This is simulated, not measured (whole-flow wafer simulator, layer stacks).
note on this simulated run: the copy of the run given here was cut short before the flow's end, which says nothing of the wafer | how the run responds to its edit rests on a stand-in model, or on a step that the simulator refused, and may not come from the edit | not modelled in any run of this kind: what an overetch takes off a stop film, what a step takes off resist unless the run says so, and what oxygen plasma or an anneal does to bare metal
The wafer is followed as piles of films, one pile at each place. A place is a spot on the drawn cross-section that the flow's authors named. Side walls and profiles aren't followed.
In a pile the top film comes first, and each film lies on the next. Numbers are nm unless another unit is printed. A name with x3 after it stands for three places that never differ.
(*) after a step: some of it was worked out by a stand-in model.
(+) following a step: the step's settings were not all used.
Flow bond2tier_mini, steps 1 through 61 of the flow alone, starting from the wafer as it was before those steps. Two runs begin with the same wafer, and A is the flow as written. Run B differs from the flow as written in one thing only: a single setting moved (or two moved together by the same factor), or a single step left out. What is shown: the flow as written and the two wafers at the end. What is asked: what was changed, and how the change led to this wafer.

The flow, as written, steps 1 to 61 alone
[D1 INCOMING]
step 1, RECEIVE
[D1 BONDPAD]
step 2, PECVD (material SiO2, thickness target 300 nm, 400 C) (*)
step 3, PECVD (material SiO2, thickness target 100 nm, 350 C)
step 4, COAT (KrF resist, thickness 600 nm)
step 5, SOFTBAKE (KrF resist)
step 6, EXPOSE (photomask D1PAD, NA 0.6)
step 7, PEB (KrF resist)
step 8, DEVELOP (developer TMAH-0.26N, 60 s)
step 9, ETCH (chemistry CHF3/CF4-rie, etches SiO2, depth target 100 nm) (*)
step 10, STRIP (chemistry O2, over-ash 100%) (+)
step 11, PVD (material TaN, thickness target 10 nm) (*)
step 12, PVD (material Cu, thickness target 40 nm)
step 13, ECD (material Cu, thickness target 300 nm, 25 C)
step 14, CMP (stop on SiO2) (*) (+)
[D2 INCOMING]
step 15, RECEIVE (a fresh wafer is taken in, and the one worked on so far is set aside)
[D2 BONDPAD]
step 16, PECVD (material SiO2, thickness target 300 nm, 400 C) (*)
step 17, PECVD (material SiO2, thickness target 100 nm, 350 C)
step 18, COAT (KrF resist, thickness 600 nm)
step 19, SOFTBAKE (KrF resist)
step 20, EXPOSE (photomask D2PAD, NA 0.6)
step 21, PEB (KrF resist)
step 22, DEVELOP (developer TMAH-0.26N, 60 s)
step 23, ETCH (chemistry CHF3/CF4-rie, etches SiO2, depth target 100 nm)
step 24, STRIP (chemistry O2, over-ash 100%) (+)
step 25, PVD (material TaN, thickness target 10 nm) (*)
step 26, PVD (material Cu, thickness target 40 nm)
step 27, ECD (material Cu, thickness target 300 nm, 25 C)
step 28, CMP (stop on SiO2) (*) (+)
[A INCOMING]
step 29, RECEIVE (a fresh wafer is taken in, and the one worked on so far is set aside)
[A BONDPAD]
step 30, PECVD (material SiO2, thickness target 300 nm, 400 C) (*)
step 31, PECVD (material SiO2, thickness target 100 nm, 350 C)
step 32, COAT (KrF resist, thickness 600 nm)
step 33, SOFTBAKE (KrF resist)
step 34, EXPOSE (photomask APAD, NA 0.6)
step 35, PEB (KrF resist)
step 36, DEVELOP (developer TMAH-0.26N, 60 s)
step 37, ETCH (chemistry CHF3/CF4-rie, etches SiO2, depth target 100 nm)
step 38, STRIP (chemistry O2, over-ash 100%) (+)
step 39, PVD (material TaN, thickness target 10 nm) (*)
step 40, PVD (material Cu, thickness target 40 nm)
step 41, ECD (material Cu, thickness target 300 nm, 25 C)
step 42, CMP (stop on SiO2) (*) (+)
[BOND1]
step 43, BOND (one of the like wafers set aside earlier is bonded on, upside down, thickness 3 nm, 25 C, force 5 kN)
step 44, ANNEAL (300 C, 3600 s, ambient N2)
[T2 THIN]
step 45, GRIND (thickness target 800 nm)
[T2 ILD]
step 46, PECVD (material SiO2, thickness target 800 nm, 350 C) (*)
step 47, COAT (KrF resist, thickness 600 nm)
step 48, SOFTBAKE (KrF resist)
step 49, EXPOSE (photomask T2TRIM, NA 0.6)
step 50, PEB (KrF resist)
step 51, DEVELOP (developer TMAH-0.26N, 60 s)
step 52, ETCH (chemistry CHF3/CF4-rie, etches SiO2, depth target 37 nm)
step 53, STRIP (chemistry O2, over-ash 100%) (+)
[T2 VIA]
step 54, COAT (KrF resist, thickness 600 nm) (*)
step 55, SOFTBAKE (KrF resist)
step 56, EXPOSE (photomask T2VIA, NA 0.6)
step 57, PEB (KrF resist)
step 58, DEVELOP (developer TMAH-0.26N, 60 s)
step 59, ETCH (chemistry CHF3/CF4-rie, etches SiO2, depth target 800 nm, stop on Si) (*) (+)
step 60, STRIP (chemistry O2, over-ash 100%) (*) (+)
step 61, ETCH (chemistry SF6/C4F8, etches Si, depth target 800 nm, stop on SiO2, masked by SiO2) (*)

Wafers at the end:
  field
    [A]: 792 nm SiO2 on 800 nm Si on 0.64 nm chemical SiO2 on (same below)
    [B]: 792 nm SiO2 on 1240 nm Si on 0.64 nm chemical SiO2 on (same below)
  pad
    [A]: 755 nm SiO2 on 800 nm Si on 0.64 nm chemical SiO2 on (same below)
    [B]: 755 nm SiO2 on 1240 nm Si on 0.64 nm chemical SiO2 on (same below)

Cause: step 45, GRIND: thickness target 1240 nm was run, though the flow has thickness target 800 nm.
The wafer itself shows it: field has Si 1240, and step 45 as written asks for 800 nm.

The path from the change to this, step by step:
  step 45, GRIND (thickness target 800 nm)
      field, pad, via: A -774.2 um Si | B -773.76 um Si
